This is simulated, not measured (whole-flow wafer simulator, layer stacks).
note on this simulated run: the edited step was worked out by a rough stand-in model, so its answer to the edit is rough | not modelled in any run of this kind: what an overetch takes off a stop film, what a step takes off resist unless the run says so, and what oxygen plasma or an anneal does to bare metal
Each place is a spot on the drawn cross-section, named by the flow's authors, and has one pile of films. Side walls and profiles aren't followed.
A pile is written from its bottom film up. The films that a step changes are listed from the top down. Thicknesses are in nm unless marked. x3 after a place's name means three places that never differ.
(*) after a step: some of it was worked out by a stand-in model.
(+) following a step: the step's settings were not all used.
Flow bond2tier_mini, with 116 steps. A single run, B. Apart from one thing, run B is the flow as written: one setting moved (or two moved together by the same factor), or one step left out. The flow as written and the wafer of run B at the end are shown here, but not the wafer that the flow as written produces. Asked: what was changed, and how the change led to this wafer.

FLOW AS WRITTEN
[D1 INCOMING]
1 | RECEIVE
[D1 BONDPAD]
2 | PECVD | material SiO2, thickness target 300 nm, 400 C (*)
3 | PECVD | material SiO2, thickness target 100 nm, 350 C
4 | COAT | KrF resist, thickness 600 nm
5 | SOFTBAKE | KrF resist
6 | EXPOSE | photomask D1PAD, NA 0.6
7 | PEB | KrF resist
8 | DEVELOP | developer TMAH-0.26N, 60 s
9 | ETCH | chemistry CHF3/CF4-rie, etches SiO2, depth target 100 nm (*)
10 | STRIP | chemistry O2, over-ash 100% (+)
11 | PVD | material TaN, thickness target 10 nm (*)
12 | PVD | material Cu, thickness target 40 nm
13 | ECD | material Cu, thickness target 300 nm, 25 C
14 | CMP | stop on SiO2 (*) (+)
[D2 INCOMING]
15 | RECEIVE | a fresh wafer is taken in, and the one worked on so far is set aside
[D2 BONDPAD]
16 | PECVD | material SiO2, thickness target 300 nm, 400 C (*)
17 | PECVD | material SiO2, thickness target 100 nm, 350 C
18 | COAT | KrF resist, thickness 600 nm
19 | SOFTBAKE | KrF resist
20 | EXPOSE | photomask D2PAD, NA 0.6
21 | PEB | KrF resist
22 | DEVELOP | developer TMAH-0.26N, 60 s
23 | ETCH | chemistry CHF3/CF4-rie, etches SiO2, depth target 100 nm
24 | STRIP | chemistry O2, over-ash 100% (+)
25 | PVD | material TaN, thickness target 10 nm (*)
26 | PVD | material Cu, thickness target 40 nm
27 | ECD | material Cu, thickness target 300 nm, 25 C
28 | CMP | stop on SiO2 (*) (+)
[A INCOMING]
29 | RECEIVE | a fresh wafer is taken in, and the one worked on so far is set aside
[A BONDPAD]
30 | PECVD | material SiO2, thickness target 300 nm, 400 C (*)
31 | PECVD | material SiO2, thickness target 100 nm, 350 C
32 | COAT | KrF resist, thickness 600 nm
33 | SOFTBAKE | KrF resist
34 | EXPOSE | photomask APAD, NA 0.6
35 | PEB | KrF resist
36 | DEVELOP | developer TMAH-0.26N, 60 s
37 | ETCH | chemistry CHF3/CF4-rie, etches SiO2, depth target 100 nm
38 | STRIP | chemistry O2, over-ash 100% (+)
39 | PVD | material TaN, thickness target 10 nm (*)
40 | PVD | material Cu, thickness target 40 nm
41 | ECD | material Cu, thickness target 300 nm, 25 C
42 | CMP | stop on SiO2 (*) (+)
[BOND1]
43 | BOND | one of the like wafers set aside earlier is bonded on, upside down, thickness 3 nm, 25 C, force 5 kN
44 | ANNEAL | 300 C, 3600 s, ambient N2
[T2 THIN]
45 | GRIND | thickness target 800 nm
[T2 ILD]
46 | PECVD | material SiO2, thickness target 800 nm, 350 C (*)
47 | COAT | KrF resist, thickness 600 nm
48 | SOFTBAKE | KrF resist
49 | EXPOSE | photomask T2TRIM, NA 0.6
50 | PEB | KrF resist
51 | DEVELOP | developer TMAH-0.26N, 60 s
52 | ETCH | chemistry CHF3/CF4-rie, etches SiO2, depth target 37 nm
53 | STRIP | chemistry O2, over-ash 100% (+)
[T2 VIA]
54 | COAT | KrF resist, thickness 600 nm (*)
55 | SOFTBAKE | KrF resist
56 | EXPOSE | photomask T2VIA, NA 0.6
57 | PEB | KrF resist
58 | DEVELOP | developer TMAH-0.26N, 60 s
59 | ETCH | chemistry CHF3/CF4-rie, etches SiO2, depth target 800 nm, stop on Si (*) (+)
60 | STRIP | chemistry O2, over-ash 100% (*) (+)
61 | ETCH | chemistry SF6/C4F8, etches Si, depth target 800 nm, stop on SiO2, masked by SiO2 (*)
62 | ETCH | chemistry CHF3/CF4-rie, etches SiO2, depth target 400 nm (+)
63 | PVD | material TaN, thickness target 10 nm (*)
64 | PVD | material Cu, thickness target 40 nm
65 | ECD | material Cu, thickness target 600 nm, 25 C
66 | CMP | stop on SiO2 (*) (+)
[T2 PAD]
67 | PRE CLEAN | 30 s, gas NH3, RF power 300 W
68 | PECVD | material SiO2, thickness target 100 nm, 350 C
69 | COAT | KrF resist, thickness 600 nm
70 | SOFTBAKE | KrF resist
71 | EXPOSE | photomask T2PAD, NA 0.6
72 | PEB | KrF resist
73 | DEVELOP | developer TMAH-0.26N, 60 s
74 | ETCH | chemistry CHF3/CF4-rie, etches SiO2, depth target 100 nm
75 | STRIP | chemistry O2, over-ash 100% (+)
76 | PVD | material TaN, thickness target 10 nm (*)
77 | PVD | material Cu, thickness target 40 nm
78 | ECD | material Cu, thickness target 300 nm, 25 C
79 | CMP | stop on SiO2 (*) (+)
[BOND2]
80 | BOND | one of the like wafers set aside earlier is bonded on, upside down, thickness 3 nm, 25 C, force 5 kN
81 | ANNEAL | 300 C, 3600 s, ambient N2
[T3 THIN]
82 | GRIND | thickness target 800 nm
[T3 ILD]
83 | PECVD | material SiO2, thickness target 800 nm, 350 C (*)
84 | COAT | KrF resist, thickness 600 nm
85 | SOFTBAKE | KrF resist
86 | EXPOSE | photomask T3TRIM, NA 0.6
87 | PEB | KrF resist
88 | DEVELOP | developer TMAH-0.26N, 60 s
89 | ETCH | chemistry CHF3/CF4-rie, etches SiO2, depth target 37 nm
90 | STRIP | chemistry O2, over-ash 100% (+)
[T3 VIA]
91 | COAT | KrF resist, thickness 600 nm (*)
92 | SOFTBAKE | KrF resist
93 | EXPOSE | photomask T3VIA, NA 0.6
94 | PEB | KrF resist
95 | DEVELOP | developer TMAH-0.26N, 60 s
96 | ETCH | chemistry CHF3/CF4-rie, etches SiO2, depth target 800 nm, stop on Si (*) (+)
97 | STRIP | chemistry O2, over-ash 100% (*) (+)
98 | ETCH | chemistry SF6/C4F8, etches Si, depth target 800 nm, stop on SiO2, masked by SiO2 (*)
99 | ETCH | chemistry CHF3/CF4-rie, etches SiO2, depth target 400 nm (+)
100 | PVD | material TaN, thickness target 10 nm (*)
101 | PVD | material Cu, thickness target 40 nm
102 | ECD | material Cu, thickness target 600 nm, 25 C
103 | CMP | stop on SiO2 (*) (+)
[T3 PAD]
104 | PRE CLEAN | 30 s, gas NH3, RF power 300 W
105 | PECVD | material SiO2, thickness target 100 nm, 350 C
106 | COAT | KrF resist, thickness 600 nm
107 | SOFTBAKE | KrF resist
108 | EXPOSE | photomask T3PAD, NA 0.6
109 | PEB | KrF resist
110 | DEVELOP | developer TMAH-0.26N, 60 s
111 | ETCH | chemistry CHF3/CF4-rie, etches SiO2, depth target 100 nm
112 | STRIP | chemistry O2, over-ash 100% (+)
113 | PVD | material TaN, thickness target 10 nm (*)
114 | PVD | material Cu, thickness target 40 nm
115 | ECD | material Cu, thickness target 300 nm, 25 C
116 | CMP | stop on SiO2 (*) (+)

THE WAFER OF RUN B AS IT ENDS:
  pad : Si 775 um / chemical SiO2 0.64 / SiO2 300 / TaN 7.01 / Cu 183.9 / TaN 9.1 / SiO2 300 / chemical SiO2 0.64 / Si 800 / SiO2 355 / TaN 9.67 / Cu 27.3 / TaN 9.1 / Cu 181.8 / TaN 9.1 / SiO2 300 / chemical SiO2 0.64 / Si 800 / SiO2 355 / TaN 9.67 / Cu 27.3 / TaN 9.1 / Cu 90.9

What caused this: step 39, PVD: thickness target 7.7 nm was run, whereas the flow has thickness target 10 nm.

Step by step, how the change led to this:
  39 | PVD | material TaN, thickness target 10 nm (*)
      field: +7.7 TaN (new film) (in the flow as written it would be: +10 TaN (new film))
      pad: +7.01 TaN (new film) (in the flow as written it would be: +9.1 TaN (new film))
      (also at 1 further place)
  42 | CMP | stop on SiO2 (*) (+)
      field: -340 Cu (all of it), -7.7 TaN (all of it) (in the flow as written it would be: -340 Cu (all of it), -10 TaN (all of it))
